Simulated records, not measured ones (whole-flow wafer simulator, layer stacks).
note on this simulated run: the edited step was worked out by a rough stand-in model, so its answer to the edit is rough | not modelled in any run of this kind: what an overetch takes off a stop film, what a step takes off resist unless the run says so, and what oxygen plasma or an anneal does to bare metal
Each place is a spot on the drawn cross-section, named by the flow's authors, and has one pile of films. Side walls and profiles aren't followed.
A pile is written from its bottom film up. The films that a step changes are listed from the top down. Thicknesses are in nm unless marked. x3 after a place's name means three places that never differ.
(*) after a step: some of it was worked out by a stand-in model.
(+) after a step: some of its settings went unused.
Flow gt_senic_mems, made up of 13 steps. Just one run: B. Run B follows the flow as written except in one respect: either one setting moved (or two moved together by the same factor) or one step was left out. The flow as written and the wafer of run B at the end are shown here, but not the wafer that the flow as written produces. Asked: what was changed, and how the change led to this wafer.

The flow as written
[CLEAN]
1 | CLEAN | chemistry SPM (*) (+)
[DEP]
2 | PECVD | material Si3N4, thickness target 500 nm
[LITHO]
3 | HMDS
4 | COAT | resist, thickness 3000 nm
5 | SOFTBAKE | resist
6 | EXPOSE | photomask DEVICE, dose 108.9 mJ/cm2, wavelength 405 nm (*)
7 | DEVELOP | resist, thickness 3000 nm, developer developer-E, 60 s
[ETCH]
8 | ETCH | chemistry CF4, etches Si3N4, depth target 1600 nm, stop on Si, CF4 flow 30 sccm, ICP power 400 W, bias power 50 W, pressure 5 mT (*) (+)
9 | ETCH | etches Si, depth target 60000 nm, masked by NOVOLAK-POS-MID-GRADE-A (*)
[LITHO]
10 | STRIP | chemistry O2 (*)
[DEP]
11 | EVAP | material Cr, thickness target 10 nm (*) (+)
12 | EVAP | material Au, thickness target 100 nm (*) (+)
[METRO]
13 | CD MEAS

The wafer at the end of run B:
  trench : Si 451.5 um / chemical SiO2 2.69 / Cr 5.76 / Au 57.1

The reason: step 9, ETCH: depth target 73500 nm was run, while the flow as written has depth target 60000 nm.

The path from the change to this, step by step:
  9 | ETCH | etches Si, depth target 60000 nm, masked by NOVOLAK-POS-MID-GRADE-A (*)
      field: -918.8 resist (as written it would have been: -750 resist)
      trench: -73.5 um Si (as written it would have been: -60 um Si)
  10 | STRIP | chemistry O2 (*)
      field: -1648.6 resist (all of it) (as written it would have been: -1817.3 resist (all of it))
  11 | EVAP | material Cr, thickness target 10 nm (*) (+)
      trench: +5.76 Cr (new film) (as written it would have been: +6.45 Cr (new film))
  12 | EVAP | material Au, thickness target 100 nm (*) (+)
      trench: +57.1 Au (new film) (as written it would have been: +64.1 Au (new film))
